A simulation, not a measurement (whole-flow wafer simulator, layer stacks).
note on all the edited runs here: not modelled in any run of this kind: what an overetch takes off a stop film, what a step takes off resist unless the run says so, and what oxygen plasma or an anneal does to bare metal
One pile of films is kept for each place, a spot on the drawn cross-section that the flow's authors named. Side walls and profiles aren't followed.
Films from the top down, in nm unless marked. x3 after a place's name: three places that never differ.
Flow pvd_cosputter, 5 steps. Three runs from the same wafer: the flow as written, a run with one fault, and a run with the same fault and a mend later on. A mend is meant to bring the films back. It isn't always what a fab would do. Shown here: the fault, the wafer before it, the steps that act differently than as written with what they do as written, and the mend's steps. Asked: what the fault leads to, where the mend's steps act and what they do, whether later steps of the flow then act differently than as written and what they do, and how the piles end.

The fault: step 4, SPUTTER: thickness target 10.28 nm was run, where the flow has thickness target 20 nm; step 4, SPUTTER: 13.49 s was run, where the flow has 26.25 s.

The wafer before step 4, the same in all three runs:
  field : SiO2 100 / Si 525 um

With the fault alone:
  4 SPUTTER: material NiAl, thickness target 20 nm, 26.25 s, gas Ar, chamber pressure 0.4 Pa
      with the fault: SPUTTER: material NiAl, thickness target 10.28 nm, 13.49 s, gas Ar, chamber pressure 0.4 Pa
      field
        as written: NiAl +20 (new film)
        with the fault: NiAl +10.3 (new film)
  No later step of the flow acts differently than as written at any place that is followed.
  At the end the piles differ from the flow's by more than 2% or 0.5 nm, whichever is larger, at field.
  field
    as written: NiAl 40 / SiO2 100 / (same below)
    with the fault: NiAl 30.3 / SiO2 100 / (same below)

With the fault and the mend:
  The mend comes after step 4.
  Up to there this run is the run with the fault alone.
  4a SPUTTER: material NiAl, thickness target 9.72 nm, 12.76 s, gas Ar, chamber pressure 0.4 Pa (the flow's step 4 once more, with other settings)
      field
        NiAl +9.72
  No later step of the flow acts differently than as written at any place that is followed.
  At the end the piles are the same as the flow's at every place that both follow.
